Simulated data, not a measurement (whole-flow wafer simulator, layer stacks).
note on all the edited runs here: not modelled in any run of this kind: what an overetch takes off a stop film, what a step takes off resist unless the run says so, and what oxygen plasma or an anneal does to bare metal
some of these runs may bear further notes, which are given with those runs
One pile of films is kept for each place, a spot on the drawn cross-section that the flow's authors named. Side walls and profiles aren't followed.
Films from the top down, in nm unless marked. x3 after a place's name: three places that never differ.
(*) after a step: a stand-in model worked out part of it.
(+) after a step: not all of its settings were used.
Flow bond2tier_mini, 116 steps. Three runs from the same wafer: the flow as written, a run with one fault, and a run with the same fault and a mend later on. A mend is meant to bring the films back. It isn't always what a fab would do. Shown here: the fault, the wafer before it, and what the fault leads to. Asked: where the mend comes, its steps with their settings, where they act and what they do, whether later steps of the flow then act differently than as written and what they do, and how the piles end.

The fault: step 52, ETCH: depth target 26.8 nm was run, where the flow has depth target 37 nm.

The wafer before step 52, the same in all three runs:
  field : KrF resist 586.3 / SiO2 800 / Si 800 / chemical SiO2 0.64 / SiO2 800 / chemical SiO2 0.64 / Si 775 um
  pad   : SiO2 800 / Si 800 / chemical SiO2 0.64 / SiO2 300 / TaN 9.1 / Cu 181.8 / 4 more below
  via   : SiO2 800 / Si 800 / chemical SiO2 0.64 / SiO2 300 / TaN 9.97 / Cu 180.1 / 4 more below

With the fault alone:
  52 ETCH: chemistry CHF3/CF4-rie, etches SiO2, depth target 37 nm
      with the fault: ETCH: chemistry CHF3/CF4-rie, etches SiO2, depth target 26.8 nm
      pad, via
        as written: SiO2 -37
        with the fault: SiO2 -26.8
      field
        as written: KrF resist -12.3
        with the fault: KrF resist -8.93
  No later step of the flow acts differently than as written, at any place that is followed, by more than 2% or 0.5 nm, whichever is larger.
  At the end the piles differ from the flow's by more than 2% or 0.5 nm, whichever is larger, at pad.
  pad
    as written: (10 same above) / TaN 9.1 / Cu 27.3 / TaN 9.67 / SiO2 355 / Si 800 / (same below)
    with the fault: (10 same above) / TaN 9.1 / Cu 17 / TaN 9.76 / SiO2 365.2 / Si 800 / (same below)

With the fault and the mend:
  The mend comes after step 53.
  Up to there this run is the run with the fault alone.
  53a COAT: KrF resist, thickness 600 nm (*) (the flow's step 47 once more)
      field
        KrF resist +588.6 (new film)
      pad
        KrF resist +611.9 (new film)
      via
        KrF resist +610.4 (new film)
  53b SOFTBAKE: KrF resist (the flow's step 48 once more)
      changes no film at any place that is followed
  53c EXPOSE: photomask T2TRIM, NA 0.6 (the flow's step 49 once more)
      changes no film at any place that is followed
  53d PEB: KrF resist (the flow's step 50 once more)
      changes no film at any place that is followed
  53e DEVELOP: developer TMAH-0.26N, 60 s (the flow's step 51 once more)
      field
        KrF resist -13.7
      pad
        KrF resist -611.9 (all of it)
      via
        KrF resist -610.4 (all of it)
  53f ETCH: chemistry CHF3/CF4-rie, etches SiO2, depth target 10.2 nm (the flow's step 52 once more, with other settings)
      pad, via
        SiO2 -10.2
      field
        KrF resist -3.4
  53g STRIP: chemistry O2, over-ash 100% (+) (the flow's step 53 once more)
      field
        KrF resist -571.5 (all of it)
  No later step of the flow acts differently than as written at any place that is followed.
  At the end the piles are the same as the flow's at every place that both follow.
